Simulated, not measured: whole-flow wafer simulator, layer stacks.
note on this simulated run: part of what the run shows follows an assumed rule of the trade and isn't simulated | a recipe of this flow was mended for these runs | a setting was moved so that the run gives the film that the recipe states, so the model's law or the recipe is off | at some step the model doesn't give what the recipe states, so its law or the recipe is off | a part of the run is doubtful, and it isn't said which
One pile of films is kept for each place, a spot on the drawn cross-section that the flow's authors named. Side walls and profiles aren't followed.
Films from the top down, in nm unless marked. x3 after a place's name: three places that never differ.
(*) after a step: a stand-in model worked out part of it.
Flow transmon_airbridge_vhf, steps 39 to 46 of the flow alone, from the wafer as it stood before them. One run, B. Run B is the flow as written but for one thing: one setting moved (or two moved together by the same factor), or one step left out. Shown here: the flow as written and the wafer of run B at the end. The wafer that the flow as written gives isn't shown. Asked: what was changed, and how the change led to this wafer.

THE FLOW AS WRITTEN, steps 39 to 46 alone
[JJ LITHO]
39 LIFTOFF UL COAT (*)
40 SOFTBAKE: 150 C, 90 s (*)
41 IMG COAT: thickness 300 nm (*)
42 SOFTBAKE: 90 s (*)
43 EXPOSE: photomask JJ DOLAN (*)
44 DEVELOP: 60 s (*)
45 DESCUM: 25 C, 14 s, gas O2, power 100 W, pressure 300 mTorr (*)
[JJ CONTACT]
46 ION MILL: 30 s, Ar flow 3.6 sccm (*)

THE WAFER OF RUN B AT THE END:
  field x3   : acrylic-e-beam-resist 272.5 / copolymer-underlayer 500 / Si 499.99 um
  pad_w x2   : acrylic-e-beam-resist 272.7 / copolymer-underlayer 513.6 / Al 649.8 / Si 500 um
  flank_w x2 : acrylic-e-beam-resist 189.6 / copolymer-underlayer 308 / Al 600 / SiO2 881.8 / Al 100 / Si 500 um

The cause: step 46, ION MILL: 22.8 s was run, where the flow has 30 s.

How the change led to this, step by step:
  46 ION MILL: 30 s, Ar flow 3.6 sccm (*)
      field x3, ground_far x3, pad_w x2, flank_w x2, gap_w x2, cpw_trace, margin_s x2, bridge_strip: acrylic-e-beam-resist -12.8 (as written it would be: acrylic-e-beam-resist -16.8)
      jj_line: Si -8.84 (as written it would be: Si -11.6)
